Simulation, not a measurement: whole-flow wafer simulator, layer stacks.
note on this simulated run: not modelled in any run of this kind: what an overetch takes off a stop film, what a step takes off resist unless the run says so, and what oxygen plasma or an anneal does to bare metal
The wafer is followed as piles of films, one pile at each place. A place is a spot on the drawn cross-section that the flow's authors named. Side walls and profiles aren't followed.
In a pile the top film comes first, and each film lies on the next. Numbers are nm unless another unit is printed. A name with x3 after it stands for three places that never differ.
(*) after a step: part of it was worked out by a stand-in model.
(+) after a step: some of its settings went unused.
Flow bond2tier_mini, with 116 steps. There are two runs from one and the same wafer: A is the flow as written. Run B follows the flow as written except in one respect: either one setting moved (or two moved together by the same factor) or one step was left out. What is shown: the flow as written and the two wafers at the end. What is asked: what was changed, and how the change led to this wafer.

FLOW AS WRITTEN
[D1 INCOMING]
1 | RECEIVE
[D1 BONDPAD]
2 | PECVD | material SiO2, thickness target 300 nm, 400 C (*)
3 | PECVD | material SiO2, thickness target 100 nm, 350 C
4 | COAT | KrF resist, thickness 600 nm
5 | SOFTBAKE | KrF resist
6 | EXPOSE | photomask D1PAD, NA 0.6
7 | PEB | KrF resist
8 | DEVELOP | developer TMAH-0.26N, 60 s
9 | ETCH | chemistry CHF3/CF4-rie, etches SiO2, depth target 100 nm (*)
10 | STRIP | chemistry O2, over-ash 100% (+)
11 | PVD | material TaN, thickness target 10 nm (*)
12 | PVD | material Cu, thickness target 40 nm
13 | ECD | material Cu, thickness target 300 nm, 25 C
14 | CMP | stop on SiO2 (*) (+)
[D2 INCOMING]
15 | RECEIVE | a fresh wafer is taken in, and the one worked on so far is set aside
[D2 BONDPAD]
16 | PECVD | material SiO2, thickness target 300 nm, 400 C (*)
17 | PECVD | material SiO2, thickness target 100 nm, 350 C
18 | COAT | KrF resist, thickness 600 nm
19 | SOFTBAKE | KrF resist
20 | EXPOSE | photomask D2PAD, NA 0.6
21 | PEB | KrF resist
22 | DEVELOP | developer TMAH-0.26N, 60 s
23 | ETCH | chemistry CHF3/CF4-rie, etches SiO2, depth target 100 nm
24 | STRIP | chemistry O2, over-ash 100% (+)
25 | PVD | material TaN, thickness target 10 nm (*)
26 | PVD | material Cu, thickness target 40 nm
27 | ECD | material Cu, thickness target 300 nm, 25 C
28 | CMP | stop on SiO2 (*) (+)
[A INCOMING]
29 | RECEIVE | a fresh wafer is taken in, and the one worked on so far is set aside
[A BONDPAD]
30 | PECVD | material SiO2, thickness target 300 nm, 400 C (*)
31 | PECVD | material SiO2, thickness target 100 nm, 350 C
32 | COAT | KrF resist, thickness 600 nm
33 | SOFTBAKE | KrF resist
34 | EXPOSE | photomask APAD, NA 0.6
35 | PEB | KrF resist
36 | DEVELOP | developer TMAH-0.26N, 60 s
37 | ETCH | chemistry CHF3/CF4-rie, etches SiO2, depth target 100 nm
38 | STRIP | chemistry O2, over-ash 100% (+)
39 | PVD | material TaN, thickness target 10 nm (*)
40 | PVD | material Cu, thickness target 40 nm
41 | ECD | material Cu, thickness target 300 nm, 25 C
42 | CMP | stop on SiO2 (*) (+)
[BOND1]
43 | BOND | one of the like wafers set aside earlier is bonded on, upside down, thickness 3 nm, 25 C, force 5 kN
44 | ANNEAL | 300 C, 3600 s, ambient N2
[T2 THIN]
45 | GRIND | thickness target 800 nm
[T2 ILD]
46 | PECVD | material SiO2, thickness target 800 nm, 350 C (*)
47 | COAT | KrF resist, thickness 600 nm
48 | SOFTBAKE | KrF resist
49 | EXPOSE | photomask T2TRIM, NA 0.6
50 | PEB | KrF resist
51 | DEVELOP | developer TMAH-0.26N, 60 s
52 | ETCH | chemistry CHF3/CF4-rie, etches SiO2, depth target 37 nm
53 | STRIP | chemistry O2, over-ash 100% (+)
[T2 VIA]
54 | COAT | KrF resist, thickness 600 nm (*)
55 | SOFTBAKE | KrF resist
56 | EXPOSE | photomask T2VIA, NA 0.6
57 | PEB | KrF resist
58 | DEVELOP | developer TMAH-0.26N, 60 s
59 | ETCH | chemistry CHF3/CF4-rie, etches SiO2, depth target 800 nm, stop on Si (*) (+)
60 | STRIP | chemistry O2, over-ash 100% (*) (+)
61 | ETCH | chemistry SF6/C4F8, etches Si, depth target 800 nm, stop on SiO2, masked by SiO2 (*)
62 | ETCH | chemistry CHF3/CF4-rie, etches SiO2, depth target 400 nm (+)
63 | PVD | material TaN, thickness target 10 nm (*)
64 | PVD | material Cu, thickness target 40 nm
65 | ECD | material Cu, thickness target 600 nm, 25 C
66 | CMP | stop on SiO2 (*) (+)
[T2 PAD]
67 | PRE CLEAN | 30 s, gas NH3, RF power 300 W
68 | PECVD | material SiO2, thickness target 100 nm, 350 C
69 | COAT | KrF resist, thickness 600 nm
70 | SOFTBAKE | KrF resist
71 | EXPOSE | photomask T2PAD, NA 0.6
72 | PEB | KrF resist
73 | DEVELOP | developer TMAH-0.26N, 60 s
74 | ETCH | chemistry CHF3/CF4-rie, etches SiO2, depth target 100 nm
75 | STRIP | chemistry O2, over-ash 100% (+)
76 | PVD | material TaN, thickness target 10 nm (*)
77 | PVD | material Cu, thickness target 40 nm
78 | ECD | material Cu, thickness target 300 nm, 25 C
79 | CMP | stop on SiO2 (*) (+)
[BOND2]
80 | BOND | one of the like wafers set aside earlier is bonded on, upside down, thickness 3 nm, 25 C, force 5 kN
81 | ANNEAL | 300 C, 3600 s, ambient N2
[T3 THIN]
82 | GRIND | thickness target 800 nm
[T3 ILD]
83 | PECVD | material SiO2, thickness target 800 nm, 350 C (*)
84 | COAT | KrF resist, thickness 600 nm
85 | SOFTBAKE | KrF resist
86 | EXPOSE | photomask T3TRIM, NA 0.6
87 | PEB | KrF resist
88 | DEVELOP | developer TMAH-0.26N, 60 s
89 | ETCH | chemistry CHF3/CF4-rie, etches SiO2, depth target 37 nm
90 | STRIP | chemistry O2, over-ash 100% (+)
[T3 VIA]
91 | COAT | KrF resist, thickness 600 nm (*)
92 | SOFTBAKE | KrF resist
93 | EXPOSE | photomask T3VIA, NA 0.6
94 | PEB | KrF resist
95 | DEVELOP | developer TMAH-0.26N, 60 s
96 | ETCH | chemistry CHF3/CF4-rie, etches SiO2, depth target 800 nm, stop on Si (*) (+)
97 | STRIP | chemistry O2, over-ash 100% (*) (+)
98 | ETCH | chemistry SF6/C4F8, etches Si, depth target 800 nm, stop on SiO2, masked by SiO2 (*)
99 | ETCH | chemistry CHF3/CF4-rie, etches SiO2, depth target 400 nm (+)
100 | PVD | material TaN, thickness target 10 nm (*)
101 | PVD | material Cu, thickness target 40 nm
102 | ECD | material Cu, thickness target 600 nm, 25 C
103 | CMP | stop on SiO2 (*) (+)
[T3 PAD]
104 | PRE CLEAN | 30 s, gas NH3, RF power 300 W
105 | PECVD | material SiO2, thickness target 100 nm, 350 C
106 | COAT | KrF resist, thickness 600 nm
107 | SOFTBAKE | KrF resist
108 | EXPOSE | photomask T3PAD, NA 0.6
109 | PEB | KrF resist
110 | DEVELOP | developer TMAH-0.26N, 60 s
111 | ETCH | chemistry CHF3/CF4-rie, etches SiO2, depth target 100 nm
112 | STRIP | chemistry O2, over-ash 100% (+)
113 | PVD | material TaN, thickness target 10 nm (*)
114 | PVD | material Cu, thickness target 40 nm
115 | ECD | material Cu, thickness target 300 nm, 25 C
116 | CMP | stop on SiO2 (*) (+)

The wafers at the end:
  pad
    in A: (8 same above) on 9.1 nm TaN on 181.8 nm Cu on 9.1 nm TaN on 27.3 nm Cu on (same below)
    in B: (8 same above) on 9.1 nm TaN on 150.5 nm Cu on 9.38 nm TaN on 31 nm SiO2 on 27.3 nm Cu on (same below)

Cause: step 74, ETCH: depth target 69 nm was run, whereas the flow has depth target 100 nm.

The path from the change to this, step by step:
  74 | ETCH | chemistry CHF3/CF4-rie, etches SiO2, depth target 100 nm
      pad: A -100 SiO2 (all of it) | B -69 SiO2
      field: A -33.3 KrF resist | B -23 KrF resist
  77 | PVD | material Cu, thickness target 40 nm
      pad: A +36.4 Cu (new film) | B +37.5 Cu (new film)
  78 | ECD | material Cu, thickness target 300 nm, 25 C
      pad: A +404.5 Cu | B +372.1 Cu
With metal films that touch counted as one body, pad has 4 bodies (between them, from the top down: SiO2 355 / Si 800 / chemical SiO2 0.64 / SiO2 300; SiO2 31; SiO2 355 / Si 800 / chemical SiO2 0.64 / SiO2 300); the flow as written gives 3 bodies (between them, from the top down: SiO2 355 / Si 800 / chemical SiO2 0.64 / SiO2 300; SiO2 355 / Si 800 / chemical SiO2 0.64 / SiO2 300).
